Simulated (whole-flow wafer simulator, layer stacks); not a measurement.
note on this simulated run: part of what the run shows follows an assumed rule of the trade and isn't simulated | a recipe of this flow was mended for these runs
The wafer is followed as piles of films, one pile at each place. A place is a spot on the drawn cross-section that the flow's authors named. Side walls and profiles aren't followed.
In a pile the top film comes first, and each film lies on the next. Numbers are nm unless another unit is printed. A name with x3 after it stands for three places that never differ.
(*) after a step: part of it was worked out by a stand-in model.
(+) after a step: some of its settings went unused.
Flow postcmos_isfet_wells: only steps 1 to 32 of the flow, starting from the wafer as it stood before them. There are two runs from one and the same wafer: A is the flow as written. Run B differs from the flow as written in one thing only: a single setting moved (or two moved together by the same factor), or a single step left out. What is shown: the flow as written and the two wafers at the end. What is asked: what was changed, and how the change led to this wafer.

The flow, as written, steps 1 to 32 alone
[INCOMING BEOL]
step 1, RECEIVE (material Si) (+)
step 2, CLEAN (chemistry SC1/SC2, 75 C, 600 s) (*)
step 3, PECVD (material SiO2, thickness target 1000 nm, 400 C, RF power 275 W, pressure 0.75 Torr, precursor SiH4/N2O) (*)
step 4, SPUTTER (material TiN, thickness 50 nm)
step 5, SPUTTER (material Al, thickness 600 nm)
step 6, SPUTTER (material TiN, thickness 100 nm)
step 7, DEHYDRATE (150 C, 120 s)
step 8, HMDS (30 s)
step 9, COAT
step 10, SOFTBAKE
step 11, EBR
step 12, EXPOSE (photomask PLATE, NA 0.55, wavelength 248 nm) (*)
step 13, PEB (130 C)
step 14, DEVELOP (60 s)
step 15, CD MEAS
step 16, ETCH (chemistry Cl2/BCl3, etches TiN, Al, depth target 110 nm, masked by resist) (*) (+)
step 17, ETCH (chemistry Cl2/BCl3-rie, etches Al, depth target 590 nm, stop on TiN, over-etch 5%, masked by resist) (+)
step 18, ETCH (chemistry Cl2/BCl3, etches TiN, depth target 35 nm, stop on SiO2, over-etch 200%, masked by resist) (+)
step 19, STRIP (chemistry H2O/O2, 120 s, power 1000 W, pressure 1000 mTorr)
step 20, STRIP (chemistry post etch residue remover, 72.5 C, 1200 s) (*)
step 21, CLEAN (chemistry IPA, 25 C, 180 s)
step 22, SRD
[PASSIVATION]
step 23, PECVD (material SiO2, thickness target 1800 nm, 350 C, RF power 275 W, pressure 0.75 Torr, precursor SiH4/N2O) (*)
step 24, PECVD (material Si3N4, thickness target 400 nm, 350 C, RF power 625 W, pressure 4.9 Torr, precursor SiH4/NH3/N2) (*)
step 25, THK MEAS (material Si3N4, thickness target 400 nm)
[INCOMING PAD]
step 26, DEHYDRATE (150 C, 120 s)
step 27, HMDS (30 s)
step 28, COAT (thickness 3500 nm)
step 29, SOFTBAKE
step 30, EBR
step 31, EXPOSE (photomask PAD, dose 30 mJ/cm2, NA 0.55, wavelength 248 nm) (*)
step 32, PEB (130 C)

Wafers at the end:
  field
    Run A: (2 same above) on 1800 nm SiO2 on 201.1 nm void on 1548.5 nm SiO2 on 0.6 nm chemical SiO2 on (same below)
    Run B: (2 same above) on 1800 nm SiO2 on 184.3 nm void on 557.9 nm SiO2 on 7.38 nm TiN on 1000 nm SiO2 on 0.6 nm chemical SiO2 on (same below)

The reason: step 16, ETCH: depth target 67 nm was run, though the flow has depth target 110 nm.

How this came from the change, step by step:
  step 16, ETCH (chemistry Cl2/BCl3, etches TiN, Al, depth target 110 nm, masked by resist) (*) (+)
      field: A TiN loses 100 (all of it), Al loses 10 | B TiN loses 67
      margin x8: A thick-KrF-resist loses 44 | B thick-KrF-resist loses 26.8
  step 17, ETCH (chemistry Cl2/BCl3-rie, etches Al, depth target 590 nm, stop on TiN, over-etch 5%, masked by resist) (+)
      field: A Al loses 590 (all of it), TiN loses 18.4 | B TiN loses 33 (all of it), Al loses 537.2
  step 18, ETCH (chemistry Cl2/BCl3, etches TiN, depth target 35 nm, stop on SiO2, over-etch 200%, masked by resist) (+)
      field: A TiN loses 31.6 (all of it), SiO2 loses 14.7 | B Al loses 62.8 (all of it), TiN loses 42.2
      margin x8: A thick-KrF-resist loses 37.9 | B thick-KrF-resist loses 42
  step 19, STRIP (chemistry H2O/O2, 120 s, power 1000 W, pressure 1000 mTorr)
      margin x8: A thick-KrF-resist loses 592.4 (all of it) | B thick-KrF-resist loses 605.4 (all of it)
  step 23, PECVD (material SiO2, thickness target 1800 nm, 350 C, RF power 275 W, pressure 0.75 Torr, precursor SiH4/N2O) (*)
      field: A SiO2 gains 1800 (new film), void gains 201.1 (new film), SiO2 gains 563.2 | B SiO2 gains 1800 (new film), void gains 184.3 (new film), SiO2 gains 557.9 (new film)
Taking metal films that touch as one body, field has 1 body; the flow as written gives 0 bodies.
